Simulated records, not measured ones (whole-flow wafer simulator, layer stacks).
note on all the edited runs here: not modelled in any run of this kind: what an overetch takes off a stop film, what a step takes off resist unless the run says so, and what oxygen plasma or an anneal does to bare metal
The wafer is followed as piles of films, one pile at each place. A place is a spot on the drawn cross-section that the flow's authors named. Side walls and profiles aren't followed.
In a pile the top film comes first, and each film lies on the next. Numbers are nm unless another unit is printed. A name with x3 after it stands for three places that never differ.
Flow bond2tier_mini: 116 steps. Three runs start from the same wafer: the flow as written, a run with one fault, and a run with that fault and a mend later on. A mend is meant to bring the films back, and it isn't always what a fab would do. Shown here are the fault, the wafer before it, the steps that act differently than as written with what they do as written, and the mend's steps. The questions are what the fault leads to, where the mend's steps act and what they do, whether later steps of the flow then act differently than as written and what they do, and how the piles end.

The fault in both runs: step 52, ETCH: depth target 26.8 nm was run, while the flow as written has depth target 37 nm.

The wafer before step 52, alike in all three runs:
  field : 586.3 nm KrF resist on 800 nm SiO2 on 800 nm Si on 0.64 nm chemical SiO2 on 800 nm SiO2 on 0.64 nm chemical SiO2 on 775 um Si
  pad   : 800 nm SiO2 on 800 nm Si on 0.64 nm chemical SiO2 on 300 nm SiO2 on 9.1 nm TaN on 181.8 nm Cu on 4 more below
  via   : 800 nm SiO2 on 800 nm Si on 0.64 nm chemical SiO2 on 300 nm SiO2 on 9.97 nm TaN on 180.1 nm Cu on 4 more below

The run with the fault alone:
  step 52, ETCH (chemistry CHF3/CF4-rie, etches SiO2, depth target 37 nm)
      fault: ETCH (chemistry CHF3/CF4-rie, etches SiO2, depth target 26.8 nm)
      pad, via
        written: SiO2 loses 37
        fault: SiO2 loses 26.8
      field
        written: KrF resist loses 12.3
        fault: KrF resist loses 8.93
  None of the later steps of the flow differs from how it acts as written, at any place that is followed, by more than 2% or 0.5 nm, whichever is larger.
  By the end, the piles at pad depart from the flow's by more than 2% or 0.5 nm, whichever is larger.
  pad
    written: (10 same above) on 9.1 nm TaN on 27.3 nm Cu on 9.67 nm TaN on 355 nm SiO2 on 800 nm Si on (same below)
    fault: (10 same above) on 9.1 nm TaN on 17 nm Cu on 9.76 nm TaN on 365.2 nm SiO2 on 800 nm Si on (same below)

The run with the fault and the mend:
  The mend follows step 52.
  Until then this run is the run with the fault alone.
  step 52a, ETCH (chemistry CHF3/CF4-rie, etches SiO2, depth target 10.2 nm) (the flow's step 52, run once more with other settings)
      pad, via
        SiO2 loses 10.2
      field
        KrF resist loses 3.4
  None of the later steps of the flow acts differently than as written at any place that is followed.
  At every place that both follow, the piles at the end match the flow's.
